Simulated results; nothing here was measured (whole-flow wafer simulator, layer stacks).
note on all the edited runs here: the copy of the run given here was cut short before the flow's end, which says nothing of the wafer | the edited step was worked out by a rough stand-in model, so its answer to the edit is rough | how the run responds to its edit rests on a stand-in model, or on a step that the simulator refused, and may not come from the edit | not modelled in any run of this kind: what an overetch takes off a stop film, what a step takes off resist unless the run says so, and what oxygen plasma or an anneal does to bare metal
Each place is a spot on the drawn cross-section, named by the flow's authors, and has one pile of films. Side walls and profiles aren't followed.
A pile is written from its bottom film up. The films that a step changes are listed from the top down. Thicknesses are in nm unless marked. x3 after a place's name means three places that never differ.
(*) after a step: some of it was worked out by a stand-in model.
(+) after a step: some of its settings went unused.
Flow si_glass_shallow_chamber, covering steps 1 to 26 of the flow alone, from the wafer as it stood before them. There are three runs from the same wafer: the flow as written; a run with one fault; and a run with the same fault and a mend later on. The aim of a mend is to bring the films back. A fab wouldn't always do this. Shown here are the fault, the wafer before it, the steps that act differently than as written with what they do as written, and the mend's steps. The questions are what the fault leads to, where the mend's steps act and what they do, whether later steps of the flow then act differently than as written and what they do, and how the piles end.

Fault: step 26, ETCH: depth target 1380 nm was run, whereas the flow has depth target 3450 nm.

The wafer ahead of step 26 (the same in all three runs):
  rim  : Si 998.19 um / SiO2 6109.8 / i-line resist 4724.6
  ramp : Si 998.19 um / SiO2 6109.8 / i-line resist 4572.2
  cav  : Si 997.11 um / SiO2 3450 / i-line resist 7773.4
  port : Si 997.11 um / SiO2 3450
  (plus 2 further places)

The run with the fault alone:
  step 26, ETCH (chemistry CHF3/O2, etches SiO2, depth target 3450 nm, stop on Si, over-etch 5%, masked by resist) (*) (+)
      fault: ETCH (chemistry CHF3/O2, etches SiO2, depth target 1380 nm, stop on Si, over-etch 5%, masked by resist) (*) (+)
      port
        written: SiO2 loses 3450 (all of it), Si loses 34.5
        fault: SiO2 loses 1449
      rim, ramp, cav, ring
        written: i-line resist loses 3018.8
        fault: i-line resist loses 1207.5
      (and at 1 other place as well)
  Later steps of the flow that are run all act as written at every place that is followed.
  At rim, ramp, cav, port, septum, ring, the piles at the end differ from the flow's by more than 2% or 0.5 nm, whichever is larger.
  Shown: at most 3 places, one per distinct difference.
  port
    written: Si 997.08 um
    fault: Si 997.11 um / SiO2 2001
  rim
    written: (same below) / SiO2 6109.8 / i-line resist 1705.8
    fault: (same below) / SiO2 6109.8 / i-line resist 3517.1
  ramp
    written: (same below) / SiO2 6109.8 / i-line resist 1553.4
    fault: (same below) / SiO2 6109.8 / i-line resist 3364.7

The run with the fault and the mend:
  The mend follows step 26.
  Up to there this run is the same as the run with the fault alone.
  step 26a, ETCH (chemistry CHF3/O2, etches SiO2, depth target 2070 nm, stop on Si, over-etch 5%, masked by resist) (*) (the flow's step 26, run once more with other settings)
      rim, ramp, cav, septum, ring
        i-line resist loses 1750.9
      port
        SiO2 loses 2001 (all of it), Si loses 34.5
  Later steps of the flow that are run all act as written at every place that is followed.
  At rim, ramp, the piles at the end differ from the flow's by more than 2% or 0.5 nm, whichever is larger.
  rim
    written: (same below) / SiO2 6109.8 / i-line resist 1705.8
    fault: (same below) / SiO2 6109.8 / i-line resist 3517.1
    mend: (same below) / SiO2 6109.8 / i-line resist 1766.2
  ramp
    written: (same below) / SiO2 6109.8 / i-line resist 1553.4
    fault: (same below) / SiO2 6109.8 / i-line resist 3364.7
    mend: (same below) / SiO2 6109.8 / i-line resist 1613.8
